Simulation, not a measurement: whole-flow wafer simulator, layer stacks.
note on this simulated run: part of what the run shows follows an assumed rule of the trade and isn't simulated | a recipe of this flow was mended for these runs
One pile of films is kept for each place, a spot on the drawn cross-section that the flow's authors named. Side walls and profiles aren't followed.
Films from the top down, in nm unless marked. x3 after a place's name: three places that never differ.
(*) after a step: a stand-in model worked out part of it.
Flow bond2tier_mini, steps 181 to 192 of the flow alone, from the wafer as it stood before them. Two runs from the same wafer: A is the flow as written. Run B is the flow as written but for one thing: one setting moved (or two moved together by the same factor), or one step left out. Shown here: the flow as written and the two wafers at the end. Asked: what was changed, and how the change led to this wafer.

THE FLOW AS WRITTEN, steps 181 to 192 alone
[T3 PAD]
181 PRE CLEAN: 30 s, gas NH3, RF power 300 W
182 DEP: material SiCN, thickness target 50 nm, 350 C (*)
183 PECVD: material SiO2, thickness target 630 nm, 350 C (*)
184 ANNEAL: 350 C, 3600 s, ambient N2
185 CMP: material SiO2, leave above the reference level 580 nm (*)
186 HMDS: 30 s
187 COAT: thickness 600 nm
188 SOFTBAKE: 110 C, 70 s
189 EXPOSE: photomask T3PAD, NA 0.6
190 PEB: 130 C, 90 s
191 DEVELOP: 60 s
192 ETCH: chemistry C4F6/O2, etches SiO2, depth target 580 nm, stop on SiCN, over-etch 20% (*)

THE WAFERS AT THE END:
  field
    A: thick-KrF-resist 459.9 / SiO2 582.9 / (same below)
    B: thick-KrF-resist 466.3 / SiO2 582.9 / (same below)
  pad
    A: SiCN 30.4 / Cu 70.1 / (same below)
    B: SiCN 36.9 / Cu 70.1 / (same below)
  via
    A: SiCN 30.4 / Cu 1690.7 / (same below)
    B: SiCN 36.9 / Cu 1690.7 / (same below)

The cause: step 192, ETCH: depth target 548.3 nm was run, where the flow has depth target 580 nm.

How the change led to this, step by step:
  192 ETCH: chemistry C4F6/O2, etches SiO2, depth target 580 nm, stop on SiCN, over-etch 20% (*)
      pad, via: A SiO2 -580 (all of it), SiCN -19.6 | B SiO2 -580 (all of it), SiCN -13.1
      field: A thick-KrF-resist -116 | B thick-KrF-resist -109.7
